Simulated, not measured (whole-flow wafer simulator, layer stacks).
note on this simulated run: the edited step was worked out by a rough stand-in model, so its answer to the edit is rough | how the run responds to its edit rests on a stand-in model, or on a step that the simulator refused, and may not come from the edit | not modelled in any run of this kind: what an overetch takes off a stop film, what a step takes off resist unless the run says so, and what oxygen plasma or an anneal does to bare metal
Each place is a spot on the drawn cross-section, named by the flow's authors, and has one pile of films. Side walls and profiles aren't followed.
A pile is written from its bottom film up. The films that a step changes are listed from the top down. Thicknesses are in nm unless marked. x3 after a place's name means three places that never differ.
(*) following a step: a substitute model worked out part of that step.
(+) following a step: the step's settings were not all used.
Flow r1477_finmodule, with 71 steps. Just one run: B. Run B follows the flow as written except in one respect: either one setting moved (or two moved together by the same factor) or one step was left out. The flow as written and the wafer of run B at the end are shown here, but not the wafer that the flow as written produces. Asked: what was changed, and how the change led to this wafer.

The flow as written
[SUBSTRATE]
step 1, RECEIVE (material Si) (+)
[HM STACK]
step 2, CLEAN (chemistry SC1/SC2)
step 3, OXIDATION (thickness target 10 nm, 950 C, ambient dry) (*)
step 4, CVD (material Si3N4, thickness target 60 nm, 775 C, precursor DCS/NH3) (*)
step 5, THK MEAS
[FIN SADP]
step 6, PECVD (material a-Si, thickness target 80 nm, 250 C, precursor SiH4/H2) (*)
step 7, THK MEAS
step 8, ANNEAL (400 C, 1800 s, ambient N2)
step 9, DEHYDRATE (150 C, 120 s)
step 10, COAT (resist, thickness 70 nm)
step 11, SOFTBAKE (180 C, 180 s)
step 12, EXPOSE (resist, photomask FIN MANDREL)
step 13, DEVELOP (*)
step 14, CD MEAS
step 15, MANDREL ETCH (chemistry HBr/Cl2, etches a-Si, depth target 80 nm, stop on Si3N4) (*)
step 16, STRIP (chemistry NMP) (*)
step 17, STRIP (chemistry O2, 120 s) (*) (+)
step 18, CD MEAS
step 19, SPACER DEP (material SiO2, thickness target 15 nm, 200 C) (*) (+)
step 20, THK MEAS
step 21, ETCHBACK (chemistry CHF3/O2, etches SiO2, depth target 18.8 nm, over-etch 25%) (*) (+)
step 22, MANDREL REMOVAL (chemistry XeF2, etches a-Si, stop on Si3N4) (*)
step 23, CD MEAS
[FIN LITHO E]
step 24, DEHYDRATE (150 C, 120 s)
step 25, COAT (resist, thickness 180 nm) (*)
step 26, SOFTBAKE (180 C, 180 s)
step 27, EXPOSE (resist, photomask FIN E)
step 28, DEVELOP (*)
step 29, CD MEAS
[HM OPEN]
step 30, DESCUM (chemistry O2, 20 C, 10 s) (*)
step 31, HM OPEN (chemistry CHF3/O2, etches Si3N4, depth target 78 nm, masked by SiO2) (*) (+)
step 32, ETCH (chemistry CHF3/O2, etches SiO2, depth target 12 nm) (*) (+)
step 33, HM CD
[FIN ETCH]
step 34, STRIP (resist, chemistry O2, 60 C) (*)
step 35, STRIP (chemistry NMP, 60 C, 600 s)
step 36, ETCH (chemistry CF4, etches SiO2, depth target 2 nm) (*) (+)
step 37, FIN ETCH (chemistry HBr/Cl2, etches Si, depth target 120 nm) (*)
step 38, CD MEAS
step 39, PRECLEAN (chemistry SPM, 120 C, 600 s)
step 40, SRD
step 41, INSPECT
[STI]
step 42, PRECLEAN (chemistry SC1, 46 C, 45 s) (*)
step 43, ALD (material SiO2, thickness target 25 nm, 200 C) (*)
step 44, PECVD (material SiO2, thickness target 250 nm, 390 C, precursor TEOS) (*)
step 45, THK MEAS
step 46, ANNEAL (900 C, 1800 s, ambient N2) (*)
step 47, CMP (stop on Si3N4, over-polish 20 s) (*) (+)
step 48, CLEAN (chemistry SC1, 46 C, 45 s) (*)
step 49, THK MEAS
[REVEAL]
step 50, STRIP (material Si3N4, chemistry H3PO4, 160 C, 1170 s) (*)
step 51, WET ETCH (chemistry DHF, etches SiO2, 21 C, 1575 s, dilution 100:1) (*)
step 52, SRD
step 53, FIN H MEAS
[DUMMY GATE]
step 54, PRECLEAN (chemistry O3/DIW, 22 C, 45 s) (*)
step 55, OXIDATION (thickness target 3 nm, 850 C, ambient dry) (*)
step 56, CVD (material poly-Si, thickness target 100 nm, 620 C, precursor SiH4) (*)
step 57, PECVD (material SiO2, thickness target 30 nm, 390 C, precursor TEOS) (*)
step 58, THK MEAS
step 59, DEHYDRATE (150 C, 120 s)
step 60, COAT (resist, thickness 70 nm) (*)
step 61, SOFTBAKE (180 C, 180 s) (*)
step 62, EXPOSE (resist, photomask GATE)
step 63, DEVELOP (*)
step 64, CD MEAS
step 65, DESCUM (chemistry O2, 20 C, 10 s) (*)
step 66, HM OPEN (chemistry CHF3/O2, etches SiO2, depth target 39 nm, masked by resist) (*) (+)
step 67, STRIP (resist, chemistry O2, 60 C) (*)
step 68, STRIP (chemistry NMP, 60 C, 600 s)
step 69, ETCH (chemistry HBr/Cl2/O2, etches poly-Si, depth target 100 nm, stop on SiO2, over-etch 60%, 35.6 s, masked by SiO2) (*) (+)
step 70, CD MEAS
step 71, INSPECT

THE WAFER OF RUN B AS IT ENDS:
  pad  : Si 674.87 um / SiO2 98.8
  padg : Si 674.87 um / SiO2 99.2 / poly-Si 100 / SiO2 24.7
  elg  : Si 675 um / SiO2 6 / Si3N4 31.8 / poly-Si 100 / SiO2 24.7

What caused this: step 3, OXIDATION: thickness target 6 nm was run, though the flow has thickness target 10 nm.
The wafer itself shows it: elg has SiO2 6, and step 3 as written asks for 10 nm.

How this came from the change, step by step:
  step 3, OXIDATION (thickness target 10 nm, 950 C, ambient dry) (*)
      pad, padg, elg and 33 more: SiO2 gains 6 (new film), chemical SiO2 loses 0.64 (all of it), Si loses 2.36 (as written it would have been: SiO2 gains 10 (new film), chemical SiO2 loses 0.64 (all of it), Si loses 4.12)
  step 31, HM OPEN (chemistry CHF3/O2, etches Si3N4, depth target 78 nm, masked by SiO2) (*) (+)
      s40cg, s45cg, s50cg, s40co, s45co, s50co: Si3N4 loses 60 (all of it), SiO2 loses 6 (all of it) (as written it would have been: Si3N4 loses 60 (all of it), SiO2 loses 9)
      pad, padg, esg and 13 more: Si3N4 loses 56.4 (all of it), SiO2 loses 6 (all of it) (as written it would have been: Si3N4 loses 56.4 (all of it), SiO2 loses 10 (all of it))
  step 32, ETCH (chemistry CHF3/O2, etches SiO2, depth target 12 nm) (*) (+)
      s40cg, s40co: Si loses 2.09 (as written it would have been: SiO2 loses 1 (all of it), Si loses 2.2)
      s45cg, s45co: Si loses 2.12 (as written it would have been: SiO2 loses 1 (all of it), Si loses 2.2)
      (as well as at 2 more places)
  step 43, ALD (material SiO2, thickness target 25 nm, 200 C) (*)
      esg: SiO2 gains 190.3 (new film) (as written it would have been: SiO2 gains 194.3 (new film))
  step 47, CMP (stop on Si3N4, over-polish 20 s) (*) (+)
      pad, padg, e40sg and 11 more: SiO2 loses 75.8 (as written it would have been: SiO2 loses 71.8)
      eso: SiO2 loses 76.4 (as written it would have been: SiO2 loses 72.4)
  step 51, WET ETCH (chemistry DHF, etches SiO2, 21 C, 1575 s, dilution 100:1) (*)
      s40sg_line, s45sg_line, s50sg_line, s40so_line, s45so_line, s50so_line: SiO2 loses 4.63 (all of it) (as written it would have been: SiO2 loses 8.63 (all of it))
  step 56, CVD (material poly-Si, thickness target 100 nm, 620 C, precursor SiH4) (*)
      s40cg, s40co: poly-Si gains 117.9 (new film) (as written it would have been: poly-Si gains 113.9 (new film))
      s45cg, s45co: poly-Si gains 117.4 (new film) (as written it would have been: poly-Si gains 113.4 (new film))
      (as well as at 2 more places)
  step 60, COAT (resist, thickness 70 nm) (*)
      s40sg, s40so: resist gains 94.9 (new film) (as written it would have been: resist gains 91 (new film))
      s45sg, s45so: resist gains 94.8 (new film) (as written it would have been: resist gains 91 (new film))
      (as well as at 2 more places)
  step 63, DEVELOP (*)
      s40so: resist loses 94.9 (all of it) (as written it would have been: resist loses 91 (all of it))
      s45so: resist loses 94.8 (all of it) (as written it would have been: resist loses 91 (all of it))
      (as well as at 1 more place)
  step 67, STRIP (resist, chemistry O2, 60 C) (*)
      s40sg: resist loses 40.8 (all of it) (as written it would have been: resist loses 36.9 (all of it))
      s45sg: resist loses 40.7 (all of it) (as written it would have been: resist loses 36.9 (all of it))
      (as well as at 1 more place)
  step 69, ETCH (chemistry HBr/Cl2/O2, etches poly-Si, depth target 100 nm, stop on SiO2, over-etch 60%, 35.6 s, masked by SiO2) (*) (+)
      s40co: chemical SiO2 loses 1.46 (all of it), poly-Si loses 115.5 (all of it), SiO2 loses 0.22 (as written it would have been: chemical SiO2 loses 1.46 (all of it), poly-Si loses 111.5 (all of it), SiO2 loses 0.24)
      s45co: chemical SiO2 loses 1.46 (all of it), poly-Si loses 114.9 (all of it), SiO2 loses 0.23 (as written it would have been: chemical SiO2 loses 1.46 (all of it), poly-Si loses 110.9 (all of it), SiO2 loses 0.25)
      (as well as at 1 more place)
